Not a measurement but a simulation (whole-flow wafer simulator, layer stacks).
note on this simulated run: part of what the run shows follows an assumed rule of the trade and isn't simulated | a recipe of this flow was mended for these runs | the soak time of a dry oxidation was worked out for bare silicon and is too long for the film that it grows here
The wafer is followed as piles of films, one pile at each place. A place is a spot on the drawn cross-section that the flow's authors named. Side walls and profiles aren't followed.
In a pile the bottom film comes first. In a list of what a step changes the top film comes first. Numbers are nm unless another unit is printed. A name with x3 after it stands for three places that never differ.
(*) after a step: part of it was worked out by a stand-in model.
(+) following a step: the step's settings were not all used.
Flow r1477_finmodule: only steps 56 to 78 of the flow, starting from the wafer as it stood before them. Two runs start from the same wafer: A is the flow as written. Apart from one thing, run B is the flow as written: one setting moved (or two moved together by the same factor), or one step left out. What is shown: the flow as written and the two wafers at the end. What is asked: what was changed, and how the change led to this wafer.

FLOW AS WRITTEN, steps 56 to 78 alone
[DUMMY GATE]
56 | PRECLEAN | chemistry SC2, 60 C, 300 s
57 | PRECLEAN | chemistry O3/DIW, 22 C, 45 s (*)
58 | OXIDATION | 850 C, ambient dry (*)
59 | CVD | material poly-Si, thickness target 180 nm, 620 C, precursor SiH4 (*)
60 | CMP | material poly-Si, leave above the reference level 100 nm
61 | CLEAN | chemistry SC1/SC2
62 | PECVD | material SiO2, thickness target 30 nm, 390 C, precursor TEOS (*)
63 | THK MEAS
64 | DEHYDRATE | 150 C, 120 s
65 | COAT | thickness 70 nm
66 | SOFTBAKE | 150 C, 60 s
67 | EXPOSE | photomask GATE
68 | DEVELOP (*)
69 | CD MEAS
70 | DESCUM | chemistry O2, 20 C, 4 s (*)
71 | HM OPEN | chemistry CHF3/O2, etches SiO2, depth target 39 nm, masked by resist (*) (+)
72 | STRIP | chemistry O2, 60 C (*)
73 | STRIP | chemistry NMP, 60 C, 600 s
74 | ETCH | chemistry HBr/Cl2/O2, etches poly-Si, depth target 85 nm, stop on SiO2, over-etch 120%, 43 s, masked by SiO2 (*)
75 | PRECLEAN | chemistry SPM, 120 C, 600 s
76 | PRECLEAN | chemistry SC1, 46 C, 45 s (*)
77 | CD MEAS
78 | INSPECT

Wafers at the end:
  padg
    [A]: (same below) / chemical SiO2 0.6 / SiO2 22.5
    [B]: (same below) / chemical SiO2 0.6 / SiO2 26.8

The reason: step 62, PECVD: thickness target 34.3 nm was run, though the flow has thickness target 30 nm.

The path from the change to this, step by step:
  62 | PECVD | material SiO2, thickness target 30 nm, 390 C, precursor TEOS (*)
      pad, padg, elg x7 and 27 more: A +30 SiO2 (new film) | B +34.3 SiO2 (new film)
  71 | HM OPEN | chemistry CHF3/O2, etches SiO2, depth target 39 nm, masked by resist (*) (+)
      pad, elo x7, eso x6, e200so, s40co x3: A -30 SiO2 (all of it), -0.6 chemical SiO2 (all of it), -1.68 poly-Si | B -34.3 SiO2 (all of it), -0.6 chemical SiO2 (all of it), -0.82 poly-Si
